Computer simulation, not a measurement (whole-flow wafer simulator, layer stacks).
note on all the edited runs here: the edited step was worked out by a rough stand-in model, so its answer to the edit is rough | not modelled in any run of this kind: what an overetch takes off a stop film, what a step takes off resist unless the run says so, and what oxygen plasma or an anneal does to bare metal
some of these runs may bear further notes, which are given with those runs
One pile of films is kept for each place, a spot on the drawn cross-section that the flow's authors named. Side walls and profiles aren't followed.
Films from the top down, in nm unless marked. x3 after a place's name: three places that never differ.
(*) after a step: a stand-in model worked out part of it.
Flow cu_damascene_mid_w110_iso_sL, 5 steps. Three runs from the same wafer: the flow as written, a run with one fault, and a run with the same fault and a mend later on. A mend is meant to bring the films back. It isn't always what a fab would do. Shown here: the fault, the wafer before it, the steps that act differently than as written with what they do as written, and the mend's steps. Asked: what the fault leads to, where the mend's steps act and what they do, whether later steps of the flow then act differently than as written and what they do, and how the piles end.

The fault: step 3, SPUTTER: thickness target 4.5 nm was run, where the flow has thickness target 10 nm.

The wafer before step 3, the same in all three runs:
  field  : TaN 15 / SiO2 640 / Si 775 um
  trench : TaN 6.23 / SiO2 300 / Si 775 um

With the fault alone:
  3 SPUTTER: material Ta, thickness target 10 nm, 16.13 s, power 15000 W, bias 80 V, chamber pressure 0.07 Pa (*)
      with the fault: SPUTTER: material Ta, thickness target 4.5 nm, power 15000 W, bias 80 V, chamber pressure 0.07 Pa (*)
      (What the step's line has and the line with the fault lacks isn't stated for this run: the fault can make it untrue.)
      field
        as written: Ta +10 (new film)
        with the fault: Ta +4.5 (new film)
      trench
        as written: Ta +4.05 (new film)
        with the fault: Ta +1.82 (new film)
  No later step of the flow acts differently than as written, at any place that is followed, by more than 2% or 0.5 nm, whichever is larger.
  At the end the piles differ from the flow's by more than 2% or 0.5 nm, whichever is larger, at field, trench.
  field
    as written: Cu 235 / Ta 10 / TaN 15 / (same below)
    with the fault: Cu 235 / Ta 4.5 / TaN 15 / (same below)
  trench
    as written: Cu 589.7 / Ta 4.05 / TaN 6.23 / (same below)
    with the fault: Cu 586.4 / Ta 1.82 / TaN 6.23 / (same below)

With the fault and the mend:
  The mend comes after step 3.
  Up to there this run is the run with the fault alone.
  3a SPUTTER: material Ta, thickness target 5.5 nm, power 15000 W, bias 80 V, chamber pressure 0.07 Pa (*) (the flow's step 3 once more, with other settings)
      field
        Ta +5.5
      trench
        Ta +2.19
  No later step of the flow acts differently than as written at any place that is followed.
  At the end the piles differ from the flow's only slightly at the places that both follow, by at most 2% or 0.5 nm, whichever is larger.
